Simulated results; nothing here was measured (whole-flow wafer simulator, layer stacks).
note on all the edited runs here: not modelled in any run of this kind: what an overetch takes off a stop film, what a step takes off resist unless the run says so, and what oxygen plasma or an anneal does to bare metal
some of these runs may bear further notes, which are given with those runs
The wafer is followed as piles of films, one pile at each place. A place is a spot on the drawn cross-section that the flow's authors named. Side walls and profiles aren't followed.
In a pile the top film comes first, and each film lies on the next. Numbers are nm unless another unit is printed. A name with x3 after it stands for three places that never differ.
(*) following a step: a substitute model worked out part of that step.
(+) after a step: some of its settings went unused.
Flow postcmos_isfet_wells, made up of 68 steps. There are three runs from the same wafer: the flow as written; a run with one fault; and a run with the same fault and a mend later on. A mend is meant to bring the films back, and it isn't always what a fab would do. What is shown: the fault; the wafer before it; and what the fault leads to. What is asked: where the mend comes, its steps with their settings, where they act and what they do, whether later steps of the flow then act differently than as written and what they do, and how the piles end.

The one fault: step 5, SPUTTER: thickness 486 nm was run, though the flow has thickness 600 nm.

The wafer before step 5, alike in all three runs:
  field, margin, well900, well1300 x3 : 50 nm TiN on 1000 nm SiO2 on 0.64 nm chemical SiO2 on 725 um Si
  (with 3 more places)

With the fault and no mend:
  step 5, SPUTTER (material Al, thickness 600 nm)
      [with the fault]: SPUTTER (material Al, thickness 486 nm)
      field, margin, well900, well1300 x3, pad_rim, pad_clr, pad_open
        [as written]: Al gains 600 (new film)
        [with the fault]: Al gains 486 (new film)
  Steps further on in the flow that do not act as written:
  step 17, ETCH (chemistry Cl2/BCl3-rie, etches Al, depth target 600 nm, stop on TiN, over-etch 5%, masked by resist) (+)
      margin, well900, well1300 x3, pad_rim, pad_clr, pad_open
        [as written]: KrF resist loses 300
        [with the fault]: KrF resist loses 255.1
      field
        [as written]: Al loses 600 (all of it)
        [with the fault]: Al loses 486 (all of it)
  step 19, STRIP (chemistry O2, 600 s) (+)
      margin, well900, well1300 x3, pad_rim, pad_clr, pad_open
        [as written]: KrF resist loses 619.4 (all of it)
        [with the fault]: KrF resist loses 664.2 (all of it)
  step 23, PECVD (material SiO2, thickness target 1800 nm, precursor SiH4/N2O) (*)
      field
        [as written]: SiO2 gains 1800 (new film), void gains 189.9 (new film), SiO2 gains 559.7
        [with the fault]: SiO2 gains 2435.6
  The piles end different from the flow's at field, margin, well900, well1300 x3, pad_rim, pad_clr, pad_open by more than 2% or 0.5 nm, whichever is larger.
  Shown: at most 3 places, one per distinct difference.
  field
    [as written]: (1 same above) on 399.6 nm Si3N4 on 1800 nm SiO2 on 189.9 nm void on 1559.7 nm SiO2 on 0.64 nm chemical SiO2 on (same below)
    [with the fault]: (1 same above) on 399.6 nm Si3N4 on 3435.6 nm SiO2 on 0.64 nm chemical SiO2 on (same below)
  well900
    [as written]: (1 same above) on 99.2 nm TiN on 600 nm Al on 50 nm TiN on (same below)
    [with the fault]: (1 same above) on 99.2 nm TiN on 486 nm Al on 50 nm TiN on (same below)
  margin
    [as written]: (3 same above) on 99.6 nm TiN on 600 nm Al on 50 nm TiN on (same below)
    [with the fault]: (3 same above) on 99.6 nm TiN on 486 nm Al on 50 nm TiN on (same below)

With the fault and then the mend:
  The mend stands after step 5.
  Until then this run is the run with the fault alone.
  step 5a, SPUTTER (material Al, thickness 114 nm) (a further turn of the flow's step 5, with different settings)
      field, margin, well900, well1300 x3, pad_rim, pad_clr, pad_open
        Al gains 114
  None of the later steps of the flow acts differently than as written at any place that is followed.
  The piles end the same as the flow's at every place that both follow.
